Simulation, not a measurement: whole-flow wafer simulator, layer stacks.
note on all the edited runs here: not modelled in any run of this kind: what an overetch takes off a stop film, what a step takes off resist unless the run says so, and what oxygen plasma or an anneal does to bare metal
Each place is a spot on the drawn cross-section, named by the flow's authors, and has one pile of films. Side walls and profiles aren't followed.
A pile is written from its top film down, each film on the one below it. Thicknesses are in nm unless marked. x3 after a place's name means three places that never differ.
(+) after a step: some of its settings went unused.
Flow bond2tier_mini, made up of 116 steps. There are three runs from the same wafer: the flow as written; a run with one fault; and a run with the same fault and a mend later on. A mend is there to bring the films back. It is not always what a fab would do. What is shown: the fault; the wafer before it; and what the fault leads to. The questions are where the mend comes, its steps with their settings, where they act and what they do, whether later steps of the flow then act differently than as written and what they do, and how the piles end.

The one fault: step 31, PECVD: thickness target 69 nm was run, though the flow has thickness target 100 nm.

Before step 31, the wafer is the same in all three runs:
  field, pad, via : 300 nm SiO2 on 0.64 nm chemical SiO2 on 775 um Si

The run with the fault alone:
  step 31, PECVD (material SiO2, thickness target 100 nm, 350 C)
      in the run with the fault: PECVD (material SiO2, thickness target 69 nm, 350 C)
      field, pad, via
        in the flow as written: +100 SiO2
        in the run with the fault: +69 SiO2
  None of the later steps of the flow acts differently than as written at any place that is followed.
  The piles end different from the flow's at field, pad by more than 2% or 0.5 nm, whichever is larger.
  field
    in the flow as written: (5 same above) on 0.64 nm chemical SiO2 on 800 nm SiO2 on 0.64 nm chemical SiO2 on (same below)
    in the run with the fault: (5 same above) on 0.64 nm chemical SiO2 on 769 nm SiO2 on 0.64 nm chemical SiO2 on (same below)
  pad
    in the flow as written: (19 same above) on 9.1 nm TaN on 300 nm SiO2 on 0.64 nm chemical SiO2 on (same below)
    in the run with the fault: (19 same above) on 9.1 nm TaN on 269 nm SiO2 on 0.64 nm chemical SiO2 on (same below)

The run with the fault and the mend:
  After step 36 comes the mend.
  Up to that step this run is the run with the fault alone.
  step 36a, STRIP (chemistry O2, over-ash 100%) (+)
      field
        -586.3 KrF resist (all of it)
  step 36b, PECVD (material SiO2, thickness target 31 nm, 350 C) (the flow's step 31, run once more with other settings)
      field, pad, via
        +31 SiO2
  step 36c, COAT (KrF resist, thickness 600 nm) (the flow's step 32, run once more)
      field, pad, via
        +600 KrF resist (new film)
  step 36d, SOFTBAKE (KrF resist) (the flow's step 33, run once more)
      does not change any film at any place that is followed
  step 36e, EXPOSE (photomask APAD, NA 0.6) (the flow's step 34, run once more)
      does not change any film at any place that is followed
  step 36f, PEB (KrF resist) (the flow's step 35, run once more)
      does not change any film at any place that is followed
  step 36g, DEVELOP (developer TMAH-0.26N, 60 s) (the flow's step 36, run once more)
      pad, via
        -600 KrF resist (all of it)
      field
        -13.7 KrF resist
  None of the later steps of the flow acts differently than as written at any place that is followed.
  At every place that both follow, the piles at the end match the flow's.
